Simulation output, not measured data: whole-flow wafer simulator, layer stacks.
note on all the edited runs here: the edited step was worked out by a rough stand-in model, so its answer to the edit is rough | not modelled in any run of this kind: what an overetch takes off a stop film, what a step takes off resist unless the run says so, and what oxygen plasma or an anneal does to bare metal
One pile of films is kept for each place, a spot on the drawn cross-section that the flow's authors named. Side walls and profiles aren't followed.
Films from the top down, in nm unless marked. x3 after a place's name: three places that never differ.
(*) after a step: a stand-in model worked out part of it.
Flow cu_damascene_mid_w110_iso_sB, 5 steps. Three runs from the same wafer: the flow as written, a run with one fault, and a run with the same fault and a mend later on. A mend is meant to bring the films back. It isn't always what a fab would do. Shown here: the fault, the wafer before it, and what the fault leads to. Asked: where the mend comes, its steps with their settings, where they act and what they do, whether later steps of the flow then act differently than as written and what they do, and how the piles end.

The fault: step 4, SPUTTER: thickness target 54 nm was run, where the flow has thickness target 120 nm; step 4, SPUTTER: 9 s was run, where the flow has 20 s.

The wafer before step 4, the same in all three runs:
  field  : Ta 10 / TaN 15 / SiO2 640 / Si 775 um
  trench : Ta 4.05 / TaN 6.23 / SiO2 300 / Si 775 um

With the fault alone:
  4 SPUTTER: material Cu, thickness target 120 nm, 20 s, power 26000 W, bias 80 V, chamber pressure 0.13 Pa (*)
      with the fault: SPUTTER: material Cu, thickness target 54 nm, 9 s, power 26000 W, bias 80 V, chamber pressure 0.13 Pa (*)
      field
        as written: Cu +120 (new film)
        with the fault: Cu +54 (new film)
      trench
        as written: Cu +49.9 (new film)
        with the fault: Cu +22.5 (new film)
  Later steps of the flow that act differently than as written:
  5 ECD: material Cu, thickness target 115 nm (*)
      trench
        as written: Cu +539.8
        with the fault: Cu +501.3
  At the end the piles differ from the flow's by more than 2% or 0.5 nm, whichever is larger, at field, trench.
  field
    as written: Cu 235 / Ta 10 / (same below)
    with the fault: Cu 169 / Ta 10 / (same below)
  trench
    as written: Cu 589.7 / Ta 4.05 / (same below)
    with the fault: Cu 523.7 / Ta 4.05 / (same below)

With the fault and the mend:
  The mend comes after step 4.
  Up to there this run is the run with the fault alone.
  4a SPUTTER: material Cu, thickness target 66 nm, 11 s, power 26000 W, bias 80 V, chamber pressure 0.13 Pa (*) (the flow's step 4 once more, with other settings)
      field
        Cu +66
      trench
        Cu +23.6
  No later step of the flow acts differently than as written, at any place that is followed, by more than 2% or 0.5 nm, whichever is larger.
  At the end the piles are the same as the flow's at every place that both follow.
